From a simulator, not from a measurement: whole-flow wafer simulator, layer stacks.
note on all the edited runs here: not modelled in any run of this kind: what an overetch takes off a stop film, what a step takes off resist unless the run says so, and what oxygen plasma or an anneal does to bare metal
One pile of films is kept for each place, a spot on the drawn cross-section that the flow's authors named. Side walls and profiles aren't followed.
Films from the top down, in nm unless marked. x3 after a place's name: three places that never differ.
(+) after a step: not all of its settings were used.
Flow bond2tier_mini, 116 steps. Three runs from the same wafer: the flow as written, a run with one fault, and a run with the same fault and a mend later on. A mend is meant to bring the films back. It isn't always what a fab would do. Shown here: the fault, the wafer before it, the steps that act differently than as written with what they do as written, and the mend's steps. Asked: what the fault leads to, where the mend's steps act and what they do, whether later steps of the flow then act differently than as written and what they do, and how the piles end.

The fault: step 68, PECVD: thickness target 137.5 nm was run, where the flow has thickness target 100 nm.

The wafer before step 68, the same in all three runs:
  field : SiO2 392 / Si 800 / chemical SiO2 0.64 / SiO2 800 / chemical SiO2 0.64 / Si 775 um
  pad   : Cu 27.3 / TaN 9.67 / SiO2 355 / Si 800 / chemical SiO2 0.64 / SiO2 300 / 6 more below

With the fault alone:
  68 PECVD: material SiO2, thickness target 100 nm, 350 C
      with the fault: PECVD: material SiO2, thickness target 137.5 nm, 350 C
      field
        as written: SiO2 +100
        with the fault: SiO2 +137.5
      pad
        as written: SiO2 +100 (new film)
        with the fault: SiO2 +137.5 (new film)
  Later steps of the flow that act differently than as written:
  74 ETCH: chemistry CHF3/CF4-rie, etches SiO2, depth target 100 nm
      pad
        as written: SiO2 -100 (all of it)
        with the fault: SiO2 -100
  At the end the piles differ from the flow's by more than 2% or 0.5 nm, whichever is larger, at field, pad.
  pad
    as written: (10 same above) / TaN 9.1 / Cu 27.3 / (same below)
    with the fault: (10 same above) / TaN 9.1 / SiO2 37.5 / Cu 27.3 / (same below)
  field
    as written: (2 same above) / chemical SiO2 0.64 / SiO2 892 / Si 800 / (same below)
    with the fault: (2 same above) / chemical SiO2 0.64 / SiO2 929.5 / Si 800 / (same below)

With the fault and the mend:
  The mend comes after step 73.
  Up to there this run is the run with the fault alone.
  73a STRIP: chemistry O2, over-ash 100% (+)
      field
        KrF resist -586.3 (all of it)
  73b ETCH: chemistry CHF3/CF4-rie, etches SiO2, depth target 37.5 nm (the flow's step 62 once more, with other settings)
      field, pad
        SiO2 -37.5
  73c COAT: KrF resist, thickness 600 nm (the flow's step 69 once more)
      field, pad
        KrF resist +600 (new film)
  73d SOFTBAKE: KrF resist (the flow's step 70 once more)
      changes no film at any place that is followed
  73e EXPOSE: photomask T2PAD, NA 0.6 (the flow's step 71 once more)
      changes no film at any place that is followed
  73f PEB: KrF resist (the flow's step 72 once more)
      changes no film at any place that is followed
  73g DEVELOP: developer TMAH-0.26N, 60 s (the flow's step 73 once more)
      field
        KrF resist -13.7
      pad
        KrF resist -600 (all of it)
  No later step of the flow acts differently than as written at any place that is followed.
  At the end the piles are the same as the flow's at every place that both follow.
